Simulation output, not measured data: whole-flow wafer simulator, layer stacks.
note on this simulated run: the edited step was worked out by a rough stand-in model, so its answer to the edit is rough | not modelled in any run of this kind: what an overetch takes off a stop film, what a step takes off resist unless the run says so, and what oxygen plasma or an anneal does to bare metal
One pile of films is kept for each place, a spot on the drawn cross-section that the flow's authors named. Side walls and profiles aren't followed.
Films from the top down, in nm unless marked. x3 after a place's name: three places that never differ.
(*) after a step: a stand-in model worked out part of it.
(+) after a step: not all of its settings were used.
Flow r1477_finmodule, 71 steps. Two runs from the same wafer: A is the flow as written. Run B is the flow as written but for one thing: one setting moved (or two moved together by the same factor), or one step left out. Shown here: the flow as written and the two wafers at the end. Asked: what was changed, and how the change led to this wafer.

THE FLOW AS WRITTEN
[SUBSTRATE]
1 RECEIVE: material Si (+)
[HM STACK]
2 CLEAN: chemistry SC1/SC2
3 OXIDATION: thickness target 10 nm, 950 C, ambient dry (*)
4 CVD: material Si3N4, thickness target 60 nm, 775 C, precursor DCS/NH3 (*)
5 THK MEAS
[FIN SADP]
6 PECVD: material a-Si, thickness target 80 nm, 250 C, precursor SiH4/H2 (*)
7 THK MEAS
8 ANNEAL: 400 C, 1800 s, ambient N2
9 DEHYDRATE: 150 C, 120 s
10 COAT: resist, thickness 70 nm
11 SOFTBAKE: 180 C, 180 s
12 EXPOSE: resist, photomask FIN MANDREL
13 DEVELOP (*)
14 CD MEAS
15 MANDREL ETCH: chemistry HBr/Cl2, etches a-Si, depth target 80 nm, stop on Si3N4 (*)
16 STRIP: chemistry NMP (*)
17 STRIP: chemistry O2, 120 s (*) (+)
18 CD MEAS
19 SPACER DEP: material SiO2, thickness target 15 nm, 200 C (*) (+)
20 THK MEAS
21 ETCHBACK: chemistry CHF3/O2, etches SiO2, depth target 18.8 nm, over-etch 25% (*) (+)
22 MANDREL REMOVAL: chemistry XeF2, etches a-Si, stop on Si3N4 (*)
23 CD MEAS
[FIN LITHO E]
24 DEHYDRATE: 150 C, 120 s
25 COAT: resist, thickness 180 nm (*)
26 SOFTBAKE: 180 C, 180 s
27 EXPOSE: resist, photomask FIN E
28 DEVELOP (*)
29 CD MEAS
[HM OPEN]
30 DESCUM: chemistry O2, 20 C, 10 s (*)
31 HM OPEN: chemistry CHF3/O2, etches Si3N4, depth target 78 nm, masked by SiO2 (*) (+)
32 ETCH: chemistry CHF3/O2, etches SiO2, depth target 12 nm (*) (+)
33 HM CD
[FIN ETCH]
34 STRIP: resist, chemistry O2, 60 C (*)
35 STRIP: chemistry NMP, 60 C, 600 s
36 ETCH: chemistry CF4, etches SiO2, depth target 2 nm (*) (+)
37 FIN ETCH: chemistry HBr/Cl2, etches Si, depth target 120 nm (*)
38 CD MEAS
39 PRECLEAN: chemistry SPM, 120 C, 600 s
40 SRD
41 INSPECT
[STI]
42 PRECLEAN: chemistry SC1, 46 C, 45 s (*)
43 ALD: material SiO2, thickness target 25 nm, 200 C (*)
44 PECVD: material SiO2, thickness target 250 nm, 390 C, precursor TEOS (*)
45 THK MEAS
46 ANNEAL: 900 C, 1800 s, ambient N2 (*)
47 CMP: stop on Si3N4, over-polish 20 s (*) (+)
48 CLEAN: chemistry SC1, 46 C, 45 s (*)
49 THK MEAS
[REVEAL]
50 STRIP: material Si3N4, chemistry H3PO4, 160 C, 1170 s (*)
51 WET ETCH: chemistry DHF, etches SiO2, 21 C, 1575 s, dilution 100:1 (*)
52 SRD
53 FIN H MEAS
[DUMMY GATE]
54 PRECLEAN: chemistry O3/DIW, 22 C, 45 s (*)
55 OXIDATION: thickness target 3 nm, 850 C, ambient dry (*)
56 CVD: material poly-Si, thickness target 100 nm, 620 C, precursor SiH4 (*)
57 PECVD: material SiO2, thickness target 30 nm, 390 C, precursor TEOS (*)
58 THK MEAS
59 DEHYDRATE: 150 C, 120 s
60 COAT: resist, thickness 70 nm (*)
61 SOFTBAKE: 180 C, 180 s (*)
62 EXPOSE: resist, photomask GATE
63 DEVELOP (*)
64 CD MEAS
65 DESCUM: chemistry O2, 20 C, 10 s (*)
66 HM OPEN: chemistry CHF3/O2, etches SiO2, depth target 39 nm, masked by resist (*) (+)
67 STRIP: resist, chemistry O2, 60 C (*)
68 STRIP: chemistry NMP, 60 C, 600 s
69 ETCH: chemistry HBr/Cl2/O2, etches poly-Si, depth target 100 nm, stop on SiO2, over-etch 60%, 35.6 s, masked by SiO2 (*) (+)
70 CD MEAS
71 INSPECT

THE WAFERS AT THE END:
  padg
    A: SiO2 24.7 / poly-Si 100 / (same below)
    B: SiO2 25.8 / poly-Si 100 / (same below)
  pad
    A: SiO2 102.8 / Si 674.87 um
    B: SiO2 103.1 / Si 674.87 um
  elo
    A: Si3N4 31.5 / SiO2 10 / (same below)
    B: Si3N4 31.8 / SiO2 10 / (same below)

The cause: step 69, ETCH: depth target 79 nm was run, where the flow has depth target 100 nm; step 69, ETCH: 28.1 s was run, where the flow has 35.6 s.

How the change led to this, step by step:
  69 ETCH: chemistry HBr/Cl2/O2, etches poly-Si, depth target 100 nm, stop on SiO2, over-etch 60%, 35.6 s, masked by SiO2 (*) (+)
      padg, elg, esg and 15 more: A SiO2 -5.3 | B SiO2 -4.19
